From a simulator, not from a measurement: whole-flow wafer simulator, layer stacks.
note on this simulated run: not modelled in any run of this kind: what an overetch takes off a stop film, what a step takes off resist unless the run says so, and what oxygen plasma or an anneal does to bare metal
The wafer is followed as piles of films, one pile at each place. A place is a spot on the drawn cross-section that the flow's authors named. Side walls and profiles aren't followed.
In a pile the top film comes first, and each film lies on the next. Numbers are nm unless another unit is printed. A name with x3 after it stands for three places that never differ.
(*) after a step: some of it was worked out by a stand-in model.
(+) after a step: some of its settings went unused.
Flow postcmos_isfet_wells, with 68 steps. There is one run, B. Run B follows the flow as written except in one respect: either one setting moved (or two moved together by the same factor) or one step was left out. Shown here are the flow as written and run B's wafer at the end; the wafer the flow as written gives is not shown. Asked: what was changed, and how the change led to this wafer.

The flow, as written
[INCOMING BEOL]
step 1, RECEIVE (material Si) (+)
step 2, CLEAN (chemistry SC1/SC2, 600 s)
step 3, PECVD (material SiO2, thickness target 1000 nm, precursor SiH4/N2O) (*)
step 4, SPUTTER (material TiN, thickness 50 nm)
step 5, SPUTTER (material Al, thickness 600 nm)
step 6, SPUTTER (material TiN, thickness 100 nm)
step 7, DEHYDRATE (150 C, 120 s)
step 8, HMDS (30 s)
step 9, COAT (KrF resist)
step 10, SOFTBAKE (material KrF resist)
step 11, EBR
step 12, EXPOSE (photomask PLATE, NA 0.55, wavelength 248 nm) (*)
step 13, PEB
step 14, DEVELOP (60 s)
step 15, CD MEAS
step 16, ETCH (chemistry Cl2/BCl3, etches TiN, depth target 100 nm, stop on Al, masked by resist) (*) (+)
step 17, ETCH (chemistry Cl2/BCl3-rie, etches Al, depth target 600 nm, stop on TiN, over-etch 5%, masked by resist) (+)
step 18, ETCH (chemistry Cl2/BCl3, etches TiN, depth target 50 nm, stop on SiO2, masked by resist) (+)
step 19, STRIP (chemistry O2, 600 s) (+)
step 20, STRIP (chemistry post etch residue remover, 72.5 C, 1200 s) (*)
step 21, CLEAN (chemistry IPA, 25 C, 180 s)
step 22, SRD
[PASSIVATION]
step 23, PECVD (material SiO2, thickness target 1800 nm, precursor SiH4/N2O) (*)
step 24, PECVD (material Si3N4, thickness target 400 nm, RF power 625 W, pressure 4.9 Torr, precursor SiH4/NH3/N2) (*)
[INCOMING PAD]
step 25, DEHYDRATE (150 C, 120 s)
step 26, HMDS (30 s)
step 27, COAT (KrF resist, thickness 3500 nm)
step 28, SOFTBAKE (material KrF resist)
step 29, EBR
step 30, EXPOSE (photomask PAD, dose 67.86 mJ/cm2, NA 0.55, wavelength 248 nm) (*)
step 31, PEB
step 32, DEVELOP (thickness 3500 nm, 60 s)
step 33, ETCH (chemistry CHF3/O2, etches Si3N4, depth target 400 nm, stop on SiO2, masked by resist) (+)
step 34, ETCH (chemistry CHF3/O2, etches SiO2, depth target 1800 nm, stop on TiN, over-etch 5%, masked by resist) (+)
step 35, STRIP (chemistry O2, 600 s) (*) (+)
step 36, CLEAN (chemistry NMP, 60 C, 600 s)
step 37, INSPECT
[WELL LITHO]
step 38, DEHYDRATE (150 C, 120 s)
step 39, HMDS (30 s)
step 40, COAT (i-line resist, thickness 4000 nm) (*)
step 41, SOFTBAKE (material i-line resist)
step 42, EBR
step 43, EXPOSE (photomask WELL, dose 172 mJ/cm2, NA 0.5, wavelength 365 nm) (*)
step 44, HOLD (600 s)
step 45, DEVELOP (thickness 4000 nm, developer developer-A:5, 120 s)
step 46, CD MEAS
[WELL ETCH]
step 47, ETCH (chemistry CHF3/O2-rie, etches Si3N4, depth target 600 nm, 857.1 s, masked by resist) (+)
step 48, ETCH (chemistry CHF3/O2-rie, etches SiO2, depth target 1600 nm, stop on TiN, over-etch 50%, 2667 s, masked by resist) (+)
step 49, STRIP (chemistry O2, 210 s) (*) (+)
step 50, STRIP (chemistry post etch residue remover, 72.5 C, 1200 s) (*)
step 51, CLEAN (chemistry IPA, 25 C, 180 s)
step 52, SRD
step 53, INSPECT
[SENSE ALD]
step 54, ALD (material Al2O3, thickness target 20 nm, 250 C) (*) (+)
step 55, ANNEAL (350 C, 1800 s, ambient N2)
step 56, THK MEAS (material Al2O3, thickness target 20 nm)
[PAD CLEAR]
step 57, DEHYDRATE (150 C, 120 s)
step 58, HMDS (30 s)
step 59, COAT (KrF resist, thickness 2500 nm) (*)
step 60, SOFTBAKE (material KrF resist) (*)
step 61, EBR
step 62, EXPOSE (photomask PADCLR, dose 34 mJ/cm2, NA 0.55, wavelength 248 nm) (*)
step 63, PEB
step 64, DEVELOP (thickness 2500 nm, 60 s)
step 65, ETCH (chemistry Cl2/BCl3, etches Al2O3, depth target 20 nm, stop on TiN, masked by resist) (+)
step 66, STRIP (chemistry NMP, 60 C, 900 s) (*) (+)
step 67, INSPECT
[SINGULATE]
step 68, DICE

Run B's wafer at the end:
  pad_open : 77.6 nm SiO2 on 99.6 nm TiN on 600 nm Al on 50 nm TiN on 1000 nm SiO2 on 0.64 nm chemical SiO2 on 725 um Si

What caused this: step 33, ETCH: depth target 326.1 nm was run, while the flow as written has depth target 400 nm.

The path from the change to this, step by step:
  step 33, ETCH (chemistry CHF3/O2, etches Si3N4, depth target 400 nm, stop on SiO2, masked by resist) (+)
      pad_open: -326.1 Si3N4 (as written it would have been: -400 Si3N4 (all of it))
      field, margin, well900, well1300 x3, pad_rim, pad_clr: -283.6 KrF resist (as written it would have been: -347.8 KrF resist)
  step 34, ETCH (chemistry CHF3/O2, etches SiO2, depth target 1800 nm, stop on TiN, over-etch 5%, masked by resist) (+)
      pad_open: -73.9 Si3N4 (all of it), -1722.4 SiO2 (as written it would have been: -1800 SiO2 (all of it))
  step 35, STRIP (chemistry O2, 600 s) (*) (+)
      field, margin, well900, well1300 x3, pad_rim, pad_clr: -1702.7 KrF resist (all of it) (as written it would have been: -1638.4 KrF resist (all of it))
  step 41, SOFTBAKE (material i-line resist)
      pad_clr: -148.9 i-line resist (as written it would have been: -156.7 i-line resist)
      pad_open: +111.9 i-line resist (as written it would have been: +115.3 i-line resist)
